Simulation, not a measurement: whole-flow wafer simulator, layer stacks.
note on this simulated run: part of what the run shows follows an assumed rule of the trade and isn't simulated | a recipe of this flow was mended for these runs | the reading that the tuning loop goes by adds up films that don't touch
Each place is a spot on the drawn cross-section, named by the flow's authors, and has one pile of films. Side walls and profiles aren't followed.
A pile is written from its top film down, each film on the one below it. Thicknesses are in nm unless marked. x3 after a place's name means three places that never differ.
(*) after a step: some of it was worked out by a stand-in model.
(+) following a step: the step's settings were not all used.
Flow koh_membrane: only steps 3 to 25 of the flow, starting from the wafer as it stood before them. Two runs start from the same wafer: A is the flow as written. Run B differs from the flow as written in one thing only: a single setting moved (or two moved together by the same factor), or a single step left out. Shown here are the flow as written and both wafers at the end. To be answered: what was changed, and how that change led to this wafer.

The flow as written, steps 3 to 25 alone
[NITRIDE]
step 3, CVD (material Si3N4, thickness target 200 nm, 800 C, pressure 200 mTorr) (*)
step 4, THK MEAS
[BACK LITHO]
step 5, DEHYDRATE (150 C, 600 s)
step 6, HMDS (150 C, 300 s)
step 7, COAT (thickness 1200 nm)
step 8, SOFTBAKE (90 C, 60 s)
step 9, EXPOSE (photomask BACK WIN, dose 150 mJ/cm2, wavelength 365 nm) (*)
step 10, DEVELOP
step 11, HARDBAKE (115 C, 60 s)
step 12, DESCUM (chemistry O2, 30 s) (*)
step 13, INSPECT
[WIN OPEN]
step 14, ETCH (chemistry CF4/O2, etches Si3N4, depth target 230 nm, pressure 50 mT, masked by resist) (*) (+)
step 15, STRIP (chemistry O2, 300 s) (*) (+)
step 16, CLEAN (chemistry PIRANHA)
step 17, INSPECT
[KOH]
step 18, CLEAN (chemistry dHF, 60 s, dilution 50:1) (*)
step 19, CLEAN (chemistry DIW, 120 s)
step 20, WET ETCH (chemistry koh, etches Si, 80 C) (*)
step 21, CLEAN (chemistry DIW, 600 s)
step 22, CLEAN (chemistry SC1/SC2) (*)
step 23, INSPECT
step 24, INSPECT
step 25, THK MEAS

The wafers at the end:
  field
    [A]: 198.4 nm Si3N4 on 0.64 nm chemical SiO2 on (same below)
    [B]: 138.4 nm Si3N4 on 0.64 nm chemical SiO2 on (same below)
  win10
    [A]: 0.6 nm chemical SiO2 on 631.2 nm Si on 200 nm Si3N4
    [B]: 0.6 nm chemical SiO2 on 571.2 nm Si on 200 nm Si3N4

Cause: step 3, CVD: thickness target 140 nm was run, whereas the flow has thickness target 200 nm.

How this came from the change, step by step:
  step 3, CVD (material Si3N4, thickness target 200 nm, 800 C, pressure 200 mTorr) (*)
      field, win20 x4, win10: A +200 Si3N4 (new film) | B +140 Si3N4 (new film)
  step 14, ETCH (chemistry CF4/O2, etches Si3N4, depth target 230 nm, pressure 50 mT, masked by resist) (*) (+)
      win20 x4, win10: A -200 Si3N4 (all of it), -0.64 chemical SiO2 (all of it), -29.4 Si | B -140 Si3N4 (all of it), -0.64 chemical SiO2 (all of it), -89.4 Si
